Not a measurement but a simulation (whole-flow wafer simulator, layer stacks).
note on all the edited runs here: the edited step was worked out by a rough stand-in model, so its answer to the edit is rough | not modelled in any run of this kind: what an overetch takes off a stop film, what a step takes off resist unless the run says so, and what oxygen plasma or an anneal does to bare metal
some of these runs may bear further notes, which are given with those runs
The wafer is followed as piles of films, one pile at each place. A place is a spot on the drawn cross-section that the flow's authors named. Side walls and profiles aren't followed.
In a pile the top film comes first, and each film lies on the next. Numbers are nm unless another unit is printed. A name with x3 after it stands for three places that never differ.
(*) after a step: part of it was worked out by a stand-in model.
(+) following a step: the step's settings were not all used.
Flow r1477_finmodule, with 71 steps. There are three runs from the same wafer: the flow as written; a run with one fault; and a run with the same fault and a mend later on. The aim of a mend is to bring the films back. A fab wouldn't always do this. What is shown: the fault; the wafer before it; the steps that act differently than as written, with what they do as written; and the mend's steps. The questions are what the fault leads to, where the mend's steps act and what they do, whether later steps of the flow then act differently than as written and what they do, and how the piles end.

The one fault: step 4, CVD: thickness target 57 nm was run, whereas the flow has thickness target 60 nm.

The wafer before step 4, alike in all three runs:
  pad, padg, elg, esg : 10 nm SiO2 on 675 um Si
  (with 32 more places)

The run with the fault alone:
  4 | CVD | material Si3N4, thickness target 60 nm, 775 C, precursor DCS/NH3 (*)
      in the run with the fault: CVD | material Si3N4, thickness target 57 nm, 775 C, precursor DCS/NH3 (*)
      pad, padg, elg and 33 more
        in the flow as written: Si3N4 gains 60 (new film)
        in the run with the fault: Si3N4 gains 57 (new film)
  Later steps of the flow acting differently than as written (4 more steps, not shown, differ only slightly: by at most 2% or 0.5 nm, whichever is larger):
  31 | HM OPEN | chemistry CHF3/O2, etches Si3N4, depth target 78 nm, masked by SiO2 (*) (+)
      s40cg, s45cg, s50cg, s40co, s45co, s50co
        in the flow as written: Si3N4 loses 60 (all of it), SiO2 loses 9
        in the run with the fault: Si3N4 loses 57 (all of it), SiO2 loses 10 (all of it)
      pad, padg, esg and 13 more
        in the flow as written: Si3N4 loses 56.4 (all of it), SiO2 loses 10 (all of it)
        in the run with the fault: Si3N4 loses 53.4 (all of it), SiO2 loses 10 (all of it)
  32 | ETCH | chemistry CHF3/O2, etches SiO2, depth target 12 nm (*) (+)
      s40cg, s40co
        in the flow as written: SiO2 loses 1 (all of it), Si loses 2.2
        in the run with the fault: Si loses 2.09
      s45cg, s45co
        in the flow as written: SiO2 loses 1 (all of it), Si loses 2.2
        in the run with the fault: Si loses 2.12
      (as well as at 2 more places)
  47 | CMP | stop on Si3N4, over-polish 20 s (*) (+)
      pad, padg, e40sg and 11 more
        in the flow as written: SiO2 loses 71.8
        in the run with the fault: SiO2 loses 74.8
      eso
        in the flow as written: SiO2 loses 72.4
        in the run with the fault: SiO2 loses 75.4
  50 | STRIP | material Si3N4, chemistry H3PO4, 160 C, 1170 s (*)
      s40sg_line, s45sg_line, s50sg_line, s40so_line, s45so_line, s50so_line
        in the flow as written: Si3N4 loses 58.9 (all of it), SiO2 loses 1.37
        in the run with the fault: Si3N4 loses 55.9 (all of it), SiO2 loses 1.46
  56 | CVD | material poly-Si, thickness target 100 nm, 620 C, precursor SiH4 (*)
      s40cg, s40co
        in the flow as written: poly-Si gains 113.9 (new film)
        in the run with the fault: poly-Si gains 116.9 (new film)
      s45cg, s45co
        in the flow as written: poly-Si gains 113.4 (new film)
        in the run with the fault: poly-Si gains 116.4 (new film)
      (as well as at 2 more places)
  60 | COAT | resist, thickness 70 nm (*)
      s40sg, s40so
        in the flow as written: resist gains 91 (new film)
        in the run with the fault: resist gains 93.9 (new film)
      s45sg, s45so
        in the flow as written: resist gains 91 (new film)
        in the run with the fault: resist gains 93.8 (new film)
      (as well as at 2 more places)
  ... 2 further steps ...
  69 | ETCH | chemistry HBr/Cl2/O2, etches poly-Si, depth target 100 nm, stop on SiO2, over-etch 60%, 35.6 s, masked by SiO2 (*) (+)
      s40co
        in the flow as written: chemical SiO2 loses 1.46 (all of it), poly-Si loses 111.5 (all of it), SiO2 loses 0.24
        in the run with the fault: chemical SiO2 loses 1.46 (all of it), poly-Si loses 114.5 (all of it), SiO2 loses 0.23
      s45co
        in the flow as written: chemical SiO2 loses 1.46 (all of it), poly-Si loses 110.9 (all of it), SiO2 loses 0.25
        in the run with the fault: chemical SiO2 loses 1.46 (all of it), poly-Si loses 113.9 (all of it), SiO2 loses 0.23
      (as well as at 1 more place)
  The piles end different from the flow's at pad, padg, elg and 27 more by more than 2% or 0.5 nm, whichever is larger.
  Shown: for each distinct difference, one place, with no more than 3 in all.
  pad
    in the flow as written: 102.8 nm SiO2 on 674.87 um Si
    in the run with the fault: 99.8 nm SiO2 on 674.87 um Si
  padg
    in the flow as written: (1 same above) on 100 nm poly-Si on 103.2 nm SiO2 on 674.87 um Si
    in the run with the fault: (1 same above) on 100 nm poly-Si on 100.2 nm SiO2 on 674.87 um Si
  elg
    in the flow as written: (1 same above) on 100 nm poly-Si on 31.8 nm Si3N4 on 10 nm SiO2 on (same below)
    in the run with the fault: (1 same above) on 100 nm poly-Si on 28.8 nm Si3N4 on 10 nm SiO2 on (same below)

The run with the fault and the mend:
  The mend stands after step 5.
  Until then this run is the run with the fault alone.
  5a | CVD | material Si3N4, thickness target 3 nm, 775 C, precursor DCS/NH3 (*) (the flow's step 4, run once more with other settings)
      pad, padg, elg and 33 more
        Si3N4 gains 3
  None of the later steps of the flow acts differently than as written at any place that is followed.
  By the end, the piles equal the flow's at every place that both follow.
